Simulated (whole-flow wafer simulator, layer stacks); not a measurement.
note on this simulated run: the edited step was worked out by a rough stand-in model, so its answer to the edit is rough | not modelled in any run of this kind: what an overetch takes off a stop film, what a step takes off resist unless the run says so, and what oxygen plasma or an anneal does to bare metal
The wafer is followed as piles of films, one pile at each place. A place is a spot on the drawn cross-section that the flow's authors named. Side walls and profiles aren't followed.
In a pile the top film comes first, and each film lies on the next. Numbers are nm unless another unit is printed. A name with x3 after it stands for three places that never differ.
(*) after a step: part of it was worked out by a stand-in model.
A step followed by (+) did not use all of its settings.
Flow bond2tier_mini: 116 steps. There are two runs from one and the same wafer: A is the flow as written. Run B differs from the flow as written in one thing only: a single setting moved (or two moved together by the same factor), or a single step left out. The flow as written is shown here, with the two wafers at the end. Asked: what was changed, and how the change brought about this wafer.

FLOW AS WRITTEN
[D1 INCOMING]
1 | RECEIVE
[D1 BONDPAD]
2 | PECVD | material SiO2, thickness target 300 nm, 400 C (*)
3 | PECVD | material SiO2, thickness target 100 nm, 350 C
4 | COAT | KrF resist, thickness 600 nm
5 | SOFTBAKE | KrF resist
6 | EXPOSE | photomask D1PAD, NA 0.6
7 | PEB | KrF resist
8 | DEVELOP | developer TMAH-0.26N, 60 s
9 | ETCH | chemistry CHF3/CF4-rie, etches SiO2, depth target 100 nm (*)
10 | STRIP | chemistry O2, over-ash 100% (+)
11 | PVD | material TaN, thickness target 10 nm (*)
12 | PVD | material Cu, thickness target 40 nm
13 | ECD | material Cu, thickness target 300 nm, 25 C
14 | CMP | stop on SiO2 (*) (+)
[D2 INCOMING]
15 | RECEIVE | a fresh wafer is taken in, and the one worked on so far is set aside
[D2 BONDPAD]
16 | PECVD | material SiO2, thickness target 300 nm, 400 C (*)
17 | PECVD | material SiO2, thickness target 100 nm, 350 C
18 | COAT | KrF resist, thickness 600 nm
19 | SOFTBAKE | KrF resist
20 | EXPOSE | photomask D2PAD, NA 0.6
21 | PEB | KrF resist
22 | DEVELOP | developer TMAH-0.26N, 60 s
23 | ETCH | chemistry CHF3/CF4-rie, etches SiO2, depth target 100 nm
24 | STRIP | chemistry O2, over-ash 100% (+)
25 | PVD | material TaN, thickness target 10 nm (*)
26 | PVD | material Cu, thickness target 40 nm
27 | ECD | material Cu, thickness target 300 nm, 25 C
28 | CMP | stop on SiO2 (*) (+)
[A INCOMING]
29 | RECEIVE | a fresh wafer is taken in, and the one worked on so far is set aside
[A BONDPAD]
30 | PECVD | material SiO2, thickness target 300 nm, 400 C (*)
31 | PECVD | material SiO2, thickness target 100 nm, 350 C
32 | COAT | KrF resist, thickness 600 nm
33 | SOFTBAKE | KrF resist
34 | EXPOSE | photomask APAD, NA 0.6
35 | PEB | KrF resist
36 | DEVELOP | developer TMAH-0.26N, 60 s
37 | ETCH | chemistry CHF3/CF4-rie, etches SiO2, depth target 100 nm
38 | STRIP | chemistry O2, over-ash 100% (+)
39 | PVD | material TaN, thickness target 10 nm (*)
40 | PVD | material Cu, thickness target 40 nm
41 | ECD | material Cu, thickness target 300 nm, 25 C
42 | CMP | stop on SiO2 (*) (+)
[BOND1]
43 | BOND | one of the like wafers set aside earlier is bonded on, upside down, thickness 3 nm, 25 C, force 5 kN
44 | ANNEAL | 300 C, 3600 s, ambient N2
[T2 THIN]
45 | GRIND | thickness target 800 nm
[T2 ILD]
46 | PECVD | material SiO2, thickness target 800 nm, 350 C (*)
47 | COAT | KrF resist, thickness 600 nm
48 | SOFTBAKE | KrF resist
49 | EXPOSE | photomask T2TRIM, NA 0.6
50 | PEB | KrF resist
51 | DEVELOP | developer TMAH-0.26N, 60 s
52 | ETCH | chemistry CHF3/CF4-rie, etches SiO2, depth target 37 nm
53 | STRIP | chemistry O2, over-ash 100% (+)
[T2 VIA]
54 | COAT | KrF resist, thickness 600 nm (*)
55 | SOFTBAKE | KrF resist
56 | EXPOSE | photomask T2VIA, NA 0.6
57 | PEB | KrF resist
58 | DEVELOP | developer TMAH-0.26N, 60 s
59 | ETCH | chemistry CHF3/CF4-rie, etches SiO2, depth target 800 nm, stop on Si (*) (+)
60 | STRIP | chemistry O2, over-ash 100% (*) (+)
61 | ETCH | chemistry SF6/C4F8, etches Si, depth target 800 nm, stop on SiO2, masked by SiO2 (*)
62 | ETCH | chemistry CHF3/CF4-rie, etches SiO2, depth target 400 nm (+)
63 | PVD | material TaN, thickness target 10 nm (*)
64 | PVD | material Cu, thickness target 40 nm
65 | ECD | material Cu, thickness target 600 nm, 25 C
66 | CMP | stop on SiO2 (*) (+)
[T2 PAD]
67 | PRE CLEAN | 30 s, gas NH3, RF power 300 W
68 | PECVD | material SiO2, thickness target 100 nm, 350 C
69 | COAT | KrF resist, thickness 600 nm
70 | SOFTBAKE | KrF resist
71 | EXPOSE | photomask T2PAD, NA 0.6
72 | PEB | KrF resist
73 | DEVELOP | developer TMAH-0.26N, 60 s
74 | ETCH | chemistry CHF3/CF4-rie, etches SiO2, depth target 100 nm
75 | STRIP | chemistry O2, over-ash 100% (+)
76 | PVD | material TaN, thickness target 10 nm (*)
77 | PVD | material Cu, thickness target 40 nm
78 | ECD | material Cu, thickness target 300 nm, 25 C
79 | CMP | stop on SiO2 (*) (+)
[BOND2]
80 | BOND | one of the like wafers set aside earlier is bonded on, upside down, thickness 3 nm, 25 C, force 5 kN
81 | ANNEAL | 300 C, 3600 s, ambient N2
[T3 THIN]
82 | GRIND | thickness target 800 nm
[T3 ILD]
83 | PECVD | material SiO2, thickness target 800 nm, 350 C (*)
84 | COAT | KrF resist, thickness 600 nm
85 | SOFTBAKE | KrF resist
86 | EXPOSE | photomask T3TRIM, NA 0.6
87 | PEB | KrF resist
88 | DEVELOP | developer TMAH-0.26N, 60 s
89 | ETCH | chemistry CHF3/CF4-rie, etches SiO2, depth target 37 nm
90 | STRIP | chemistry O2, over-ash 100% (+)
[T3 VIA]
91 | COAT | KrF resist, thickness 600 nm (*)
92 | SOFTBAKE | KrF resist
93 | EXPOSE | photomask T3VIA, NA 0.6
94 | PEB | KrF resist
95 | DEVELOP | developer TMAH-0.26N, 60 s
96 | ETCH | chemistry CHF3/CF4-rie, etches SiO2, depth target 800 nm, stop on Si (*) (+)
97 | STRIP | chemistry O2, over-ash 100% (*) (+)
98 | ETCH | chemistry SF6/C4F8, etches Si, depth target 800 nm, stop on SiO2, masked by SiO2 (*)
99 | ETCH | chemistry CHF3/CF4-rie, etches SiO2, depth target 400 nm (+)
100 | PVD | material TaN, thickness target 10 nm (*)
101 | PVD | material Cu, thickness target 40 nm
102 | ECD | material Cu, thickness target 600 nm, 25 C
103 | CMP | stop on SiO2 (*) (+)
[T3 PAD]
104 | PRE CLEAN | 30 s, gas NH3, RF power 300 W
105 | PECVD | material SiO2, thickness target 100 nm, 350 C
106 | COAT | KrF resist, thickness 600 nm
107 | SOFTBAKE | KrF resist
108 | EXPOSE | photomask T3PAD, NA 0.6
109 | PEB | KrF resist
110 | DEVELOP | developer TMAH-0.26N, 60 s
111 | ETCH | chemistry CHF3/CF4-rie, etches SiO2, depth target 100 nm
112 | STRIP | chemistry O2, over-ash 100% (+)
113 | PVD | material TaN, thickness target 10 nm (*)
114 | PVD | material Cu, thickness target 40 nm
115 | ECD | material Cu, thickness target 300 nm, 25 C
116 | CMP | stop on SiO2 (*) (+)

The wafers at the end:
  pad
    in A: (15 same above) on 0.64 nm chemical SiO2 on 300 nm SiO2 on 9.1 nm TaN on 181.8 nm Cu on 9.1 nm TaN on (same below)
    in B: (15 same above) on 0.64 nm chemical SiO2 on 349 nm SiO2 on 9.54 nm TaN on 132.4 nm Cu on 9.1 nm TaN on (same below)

The reason: step 9, ETCH: depth target 51 nm was run, while the flow as written has depth target 100 nm.

How this came from the change, step by step:
  9 | ETCH | chemistry CHF3/CF4-rie, etches SiO2, depth target 100 nm (*)
      pad, via: A -100 SiO2 | B -51 SiO2
      field: A -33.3 KrF resist | B -17 KrF resist
  10 | STRIP | chemistry O2, over-ash 100% (+)
      field: A -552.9 KrF resist (all of it) | B -569.3 KrF resist (all of it)
  12 | PVD | material Cu, thickness target 40 nm
      pad: A +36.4 Cu (new film) | B +38.1 Cu (new film)
  13 | ECD | material Cu, thickness target 300 nm, 25 C
      pad: A +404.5 Cu | B +353.3 Cu
      via: A +400.2 Cu | B +351 Cu
  43 | BOND | one of the like wafers set aside earlier is bonded on, upside down, thickness 3 nm, 25 C, force 5 kN
      pad: A +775 um Si (new film), +0.64 chemical SiO2 (new film), +300 SiO2 (new film), +9.1 TaN (new film), +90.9 Cu | B +775 um Si (new film), +0.64 chemical SiO2 (new film), +349 SiO2 (new film), +9.54 TaN (new film), +41.5 Cu
      via: A +775 um Si (new film), +0.64 chemical SiO2 (new film), +300 SiO2 (new film), +9.97 TaN (new film), +90 Cu | B +775 um Si (new film), +0.64 chemical SiO2 (new film), +349 SiO2 (new film), +10 TaN (new film), +41 Cu
